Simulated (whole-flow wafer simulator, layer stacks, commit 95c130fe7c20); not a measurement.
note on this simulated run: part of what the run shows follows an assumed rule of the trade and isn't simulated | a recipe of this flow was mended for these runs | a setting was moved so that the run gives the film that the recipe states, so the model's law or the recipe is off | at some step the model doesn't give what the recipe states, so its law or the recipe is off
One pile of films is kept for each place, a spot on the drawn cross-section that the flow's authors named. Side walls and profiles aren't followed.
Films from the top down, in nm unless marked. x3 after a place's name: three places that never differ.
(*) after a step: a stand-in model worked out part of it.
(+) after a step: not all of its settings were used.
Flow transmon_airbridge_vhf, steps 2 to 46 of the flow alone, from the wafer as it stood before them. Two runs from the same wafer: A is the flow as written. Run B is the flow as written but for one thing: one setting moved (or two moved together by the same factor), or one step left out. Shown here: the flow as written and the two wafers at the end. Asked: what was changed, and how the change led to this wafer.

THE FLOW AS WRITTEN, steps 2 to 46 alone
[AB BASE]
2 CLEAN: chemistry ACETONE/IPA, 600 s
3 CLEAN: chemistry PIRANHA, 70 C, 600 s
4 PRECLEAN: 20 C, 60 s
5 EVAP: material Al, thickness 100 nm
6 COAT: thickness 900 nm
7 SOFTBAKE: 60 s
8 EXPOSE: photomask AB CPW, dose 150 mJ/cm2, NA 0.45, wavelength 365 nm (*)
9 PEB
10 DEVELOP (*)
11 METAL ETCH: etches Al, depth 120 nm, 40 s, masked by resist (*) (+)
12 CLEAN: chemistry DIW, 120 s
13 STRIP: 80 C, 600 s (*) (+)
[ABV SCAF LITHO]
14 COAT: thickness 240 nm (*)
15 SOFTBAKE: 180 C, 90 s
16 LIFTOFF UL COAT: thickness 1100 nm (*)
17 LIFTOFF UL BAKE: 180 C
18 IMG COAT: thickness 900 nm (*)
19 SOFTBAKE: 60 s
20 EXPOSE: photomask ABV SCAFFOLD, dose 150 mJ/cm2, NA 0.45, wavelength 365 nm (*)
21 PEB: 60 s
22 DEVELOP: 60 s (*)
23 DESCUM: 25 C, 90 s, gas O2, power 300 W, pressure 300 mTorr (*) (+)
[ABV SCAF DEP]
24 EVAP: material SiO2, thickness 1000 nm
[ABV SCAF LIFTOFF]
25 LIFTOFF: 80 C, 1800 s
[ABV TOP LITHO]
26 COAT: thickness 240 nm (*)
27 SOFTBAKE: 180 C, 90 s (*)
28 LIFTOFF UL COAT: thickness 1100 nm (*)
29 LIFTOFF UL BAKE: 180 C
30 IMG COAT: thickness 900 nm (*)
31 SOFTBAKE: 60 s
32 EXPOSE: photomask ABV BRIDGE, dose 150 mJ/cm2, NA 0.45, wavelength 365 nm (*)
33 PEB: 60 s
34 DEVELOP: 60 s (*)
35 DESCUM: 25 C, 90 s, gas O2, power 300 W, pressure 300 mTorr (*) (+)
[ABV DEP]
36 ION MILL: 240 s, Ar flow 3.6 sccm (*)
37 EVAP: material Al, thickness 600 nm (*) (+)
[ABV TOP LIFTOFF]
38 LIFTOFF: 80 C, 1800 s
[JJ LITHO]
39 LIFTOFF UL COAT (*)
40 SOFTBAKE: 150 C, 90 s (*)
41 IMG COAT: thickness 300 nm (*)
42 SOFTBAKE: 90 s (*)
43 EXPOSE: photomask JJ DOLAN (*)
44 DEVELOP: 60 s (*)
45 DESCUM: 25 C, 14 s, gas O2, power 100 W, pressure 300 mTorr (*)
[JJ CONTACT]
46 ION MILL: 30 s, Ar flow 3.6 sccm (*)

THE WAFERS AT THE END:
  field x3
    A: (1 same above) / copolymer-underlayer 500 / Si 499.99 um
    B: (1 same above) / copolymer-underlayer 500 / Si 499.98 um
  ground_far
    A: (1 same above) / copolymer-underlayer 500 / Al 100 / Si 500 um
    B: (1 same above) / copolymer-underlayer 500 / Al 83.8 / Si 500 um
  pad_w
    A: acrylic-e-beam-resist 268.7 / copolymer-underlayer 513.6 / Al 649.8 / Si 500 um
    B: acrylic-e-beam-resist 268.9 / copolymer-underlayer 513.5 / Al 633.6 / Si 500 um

The cause: step 5, EVAP: thickness 83.8 nm was run, where the flow has thickness 100 nm.
It can be read off the wafer: ground_far has Al 83.8, and step 5 as written asks for 100 nm.

How the change led to this, step by step:
  5 EVAP: material Al, thickness 100 nm
      field x3, jj_line, ground_far and 12 more: A Al +100 (new film) | B Al +83.8 (new film)
  11 METAL ETCH: etches Al, depth 120 nm, 40 s, masked by resist (*) (+)
      field x3, jj_line, gap_w, gap_e: A Al -86.7 (all of it), Si -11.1 | B Al -70.5 (all of it), Si -16.5
